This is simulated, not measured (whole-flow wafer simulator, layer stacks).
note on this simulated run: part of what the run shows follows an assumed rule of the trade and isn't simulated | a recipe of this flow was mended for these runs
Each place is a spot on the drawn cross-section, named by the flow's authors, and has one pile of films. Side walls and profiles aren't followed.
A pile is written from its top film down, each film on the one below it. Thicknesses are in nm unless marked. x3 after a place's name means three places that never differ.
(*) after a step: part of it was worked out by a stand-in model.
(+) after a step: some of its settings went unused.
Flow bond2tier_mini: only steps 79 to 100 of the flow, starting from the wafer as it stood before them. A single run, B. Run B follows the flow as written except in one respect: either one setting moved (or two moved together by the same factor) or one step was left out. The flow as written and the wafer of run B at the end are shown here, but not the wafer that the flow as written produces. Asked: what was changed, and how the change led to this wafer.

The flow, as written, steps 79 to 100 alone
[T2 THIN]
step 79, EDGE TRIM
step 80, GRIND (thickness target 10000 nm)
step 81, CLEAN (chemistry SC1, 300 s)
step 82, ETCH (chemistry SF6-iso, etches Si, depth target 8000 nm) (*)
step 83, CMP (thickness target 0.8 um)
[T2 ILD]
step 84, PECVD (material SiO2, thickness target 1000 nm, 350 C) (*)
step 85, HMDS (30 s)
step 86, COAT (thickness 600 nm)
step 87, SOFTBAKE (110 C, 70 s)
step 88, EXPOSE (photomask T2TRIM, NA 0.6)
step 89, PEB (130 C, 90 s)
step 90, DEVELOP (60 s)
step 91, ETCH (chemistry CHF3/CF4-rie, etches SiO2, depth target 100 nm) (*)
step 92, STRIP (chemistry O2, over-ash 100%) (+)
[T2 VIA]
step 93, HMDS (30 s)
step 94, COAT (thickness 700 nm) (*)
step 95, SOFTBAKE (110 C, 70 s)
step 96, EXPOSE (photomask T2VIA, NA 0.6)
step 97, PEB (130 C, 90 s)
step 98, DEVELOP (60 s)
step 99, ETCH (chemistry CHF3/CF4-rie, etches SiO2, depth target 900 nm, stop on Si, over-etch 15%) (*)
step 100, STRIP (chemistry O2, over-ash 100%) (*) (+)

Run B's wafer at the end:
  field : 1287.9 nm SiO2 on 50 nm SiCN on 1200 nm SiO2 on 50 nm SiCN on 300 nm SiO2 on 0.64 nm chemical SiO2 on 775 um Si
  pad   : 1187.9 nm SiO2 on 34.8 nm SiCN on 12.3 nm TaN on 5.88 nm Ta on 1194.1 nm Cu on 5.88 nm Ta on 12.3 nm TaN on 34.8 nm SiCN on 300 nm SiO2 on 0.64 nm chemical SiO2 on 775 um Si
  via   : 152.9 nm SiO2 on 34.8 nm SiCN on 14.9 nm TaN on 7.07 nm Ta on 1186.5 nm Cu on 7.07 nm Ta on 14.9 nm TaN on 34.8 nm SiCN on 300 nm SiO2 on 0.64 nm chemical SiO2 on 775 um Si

What caused this: step 80, GRIND: thickness target 6722 nm was run, whereas the flow has thickness target 10000 nm.

The path from the change to this, step by step:
  step 80, GRIND (thickness target 10000 nm)
      field, pad, via: Si loses 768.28 um (in the flow as written it would be: Si loses 765 um)
  step 82, ETCH (chemistry SF6-iso, etches Si, depth target 8000 nm) (*)
      field, pad, via: chemical SiO2 loses 0.6 (all of it), Si loses 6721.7 (all of it), chemical SiO2 loses 0.64 (all of it), SiO2 loses 12.1 (in the flow as written it would be: chemical SiO2 loses 0.6 (all of it), Si loses 8000)
  step 83, CMP (thickness target 0.8 um)
      field, pad, via: nothing (in the flow as written it would be: Si loses 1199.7)
  step 84, PECVD (material SiO2, thickness target 1000 nm, 350 C) (*)
      field, pad, via: SiO2 gains 1000 (in the flow as written it would be: SiO2 gains 1000 (new film))
  step 99, ETCH (chemistry CHF3/CF4-rie, etches SiO2, depth target 900 nm, stop on Si, over-etch 15%) (*)
      via: SiO2 loses 1035 (in the flow as written it would be: SiO2 loses 900 (all of it), Si loses 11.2)
